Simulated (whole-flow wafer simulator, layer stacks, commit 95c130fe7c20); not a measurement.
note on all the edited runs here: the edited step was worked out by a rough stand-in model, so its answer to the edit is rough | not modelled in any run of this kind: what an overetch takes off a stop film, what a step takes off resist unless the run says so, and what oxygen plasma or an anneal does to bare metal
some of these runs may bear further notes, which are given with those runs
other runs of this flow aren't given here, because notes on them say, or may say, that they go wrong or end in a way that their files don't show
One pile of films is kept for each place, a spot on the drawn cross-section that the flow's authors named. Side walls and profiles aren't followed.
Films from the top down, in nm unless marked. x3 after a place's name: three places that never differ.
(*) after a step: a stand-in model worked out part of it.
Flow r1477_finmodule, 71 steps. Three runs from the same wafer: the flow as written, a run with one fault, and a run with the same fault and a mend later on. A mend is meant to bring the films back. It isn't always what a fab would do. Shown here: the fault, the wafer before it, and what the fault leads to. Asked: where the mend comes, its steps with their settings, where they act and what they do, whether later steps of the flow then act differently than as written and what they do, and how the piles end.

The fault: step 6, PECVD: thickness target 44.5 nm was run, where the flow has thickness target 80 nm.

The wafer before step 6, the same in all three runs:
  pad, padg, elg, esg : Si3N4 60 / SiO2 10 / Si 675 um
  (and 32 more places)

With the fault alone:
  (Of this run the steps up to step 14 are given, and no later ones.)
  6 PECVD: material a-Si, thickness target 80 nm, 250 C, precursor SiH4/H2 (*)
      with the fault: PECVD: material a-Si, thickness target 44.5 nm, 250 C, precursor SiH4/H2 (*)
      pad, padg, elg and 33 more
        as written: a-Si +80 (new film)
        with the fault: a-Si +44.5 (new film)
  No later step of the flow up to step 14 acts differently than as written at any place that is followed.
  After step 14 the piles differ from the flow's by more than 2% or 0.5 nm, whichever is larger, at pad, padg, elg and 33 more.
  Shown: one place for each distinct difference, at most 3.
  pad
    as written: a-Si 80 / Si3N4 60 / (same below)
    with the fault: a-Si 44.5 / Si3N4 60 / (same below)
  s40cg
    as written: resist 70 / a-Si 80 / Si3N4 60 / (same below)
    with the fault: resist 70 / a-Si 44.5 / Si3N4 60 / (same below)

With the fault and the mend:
  The mend comes after step 7.
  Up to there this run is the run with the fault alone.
  7a PECVD: material a-Si, thickness target 35.5 nm, 250 C, precursor SiH4/H2 (*) (the flow's step 6 once more, with other settings)
      pad, padg, elg and 33 more
        a-Si +35.5
  No later step of the flow acts differently than as written at any place that is followed.
  At the end the piles are the same as the flow's at every place that both follow.
